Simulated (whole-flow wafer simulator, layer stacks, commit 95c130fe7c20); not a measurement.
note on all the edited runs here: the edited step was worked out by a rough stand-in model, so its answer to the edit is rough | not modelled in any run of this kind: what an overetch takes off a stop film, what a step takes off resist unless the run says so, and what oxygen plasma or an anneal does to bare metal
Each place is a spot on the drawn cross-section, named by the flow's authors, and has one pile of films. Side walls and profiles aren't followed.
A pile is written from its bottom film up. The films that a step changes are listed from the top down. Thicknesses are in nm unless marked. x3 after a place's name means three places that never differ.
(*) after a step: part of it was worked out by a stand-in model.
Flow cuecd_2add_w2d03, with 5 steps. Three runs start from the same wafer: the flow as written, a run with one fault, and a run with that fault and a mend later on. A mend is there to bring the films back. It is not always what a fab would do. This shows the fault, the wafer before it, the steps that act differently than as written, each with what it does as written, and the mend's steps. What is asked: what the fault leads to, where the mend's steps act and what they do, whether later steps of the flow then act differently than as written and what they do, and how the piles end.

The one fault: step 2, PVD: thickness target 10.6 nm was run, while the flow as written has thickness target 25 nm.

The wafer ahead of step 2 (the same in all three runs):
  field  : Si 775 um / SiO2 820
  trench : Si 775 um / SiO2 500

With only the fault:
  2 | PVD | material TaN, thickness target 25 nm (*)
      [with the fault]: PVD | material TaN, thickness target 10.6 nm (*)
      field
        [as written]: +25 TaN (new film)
        [with the fault]: +10.6 TaN (new film)
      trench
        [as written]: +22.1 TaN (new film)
        [with the fault]: +9.37 TaN (new film)
  Later steps of the flow that are run all act as written at every place that is followed, up to a difference of at most 2% or 0.5 nm, whichever is larger.
  The piles end different from the flow's at field, trench by more than 2% or 0.5 nm, whichever is larger.
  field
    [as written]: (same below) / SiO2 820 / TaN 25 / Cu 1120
    [with the fault]: (same below) / SiO2 820 / TaN 10.6 / Cu 1120
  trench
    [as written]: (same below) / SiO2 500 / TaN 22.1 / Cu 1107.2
    [with the fault]: (same below) / SiO2 500 / TaN 9.37 / Cu 1107.3

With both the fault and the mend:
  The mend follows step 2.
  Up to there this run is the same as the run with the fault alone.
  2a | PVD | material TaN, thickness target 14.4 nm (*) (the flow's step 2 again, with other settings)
      field
        +14.4 TaN
      trench
        +12.7 TaN
  Later steps of the flow that are run all act as written at every place that is followed.
  The piles end the same as the flow's at every place that both follow.
